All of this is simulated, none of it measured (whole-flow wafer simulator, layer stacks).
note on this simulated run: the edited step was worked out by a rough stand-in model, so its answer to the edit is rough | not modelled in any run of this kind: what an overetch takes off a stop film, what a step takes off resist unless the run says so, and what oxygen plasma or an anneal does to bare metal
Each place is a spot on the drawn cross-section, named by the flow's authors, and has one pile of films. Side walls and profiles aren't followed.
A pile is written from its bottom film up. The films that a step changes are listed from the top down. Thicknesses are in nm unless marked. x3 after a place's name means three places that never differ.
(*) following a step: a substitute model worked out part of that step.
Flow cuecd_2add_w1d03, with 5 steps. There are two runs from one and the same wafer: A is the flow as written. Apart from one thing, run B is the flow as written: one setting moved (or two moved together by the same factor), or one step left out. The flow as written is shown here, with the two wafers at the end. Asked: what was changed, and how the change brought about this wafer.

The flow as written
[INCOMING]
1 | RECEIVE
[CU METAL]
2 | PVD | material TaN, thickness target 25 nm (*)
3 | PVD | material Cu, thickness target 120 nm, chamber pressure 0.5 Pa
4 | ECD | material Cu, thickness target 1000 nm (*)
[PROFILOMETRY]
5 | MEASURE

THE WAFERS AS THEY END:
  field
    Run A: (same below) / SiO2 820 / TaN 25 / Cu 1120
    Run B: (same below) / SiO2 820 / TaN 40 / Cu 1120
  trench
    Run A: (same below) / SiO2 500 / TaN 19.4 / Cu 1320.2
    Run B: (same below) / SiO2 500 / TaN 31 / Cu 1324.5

The reason: step 2, PVD: thickness target 40 nm was run, while the flow as written has thickness target 25 nm.
The wafer itself shows it: field has TaN 40, and step 2 as written asks for 25 nm.

How this came from the change, step by step:
  2 | PVD | material TaN, thickness target 25 nm (*)
      field: A +25 TaN (new film) | B +40 TaN (new film)
      trench: A +19.4 TaN (new film) | B +31 TaN (new film)
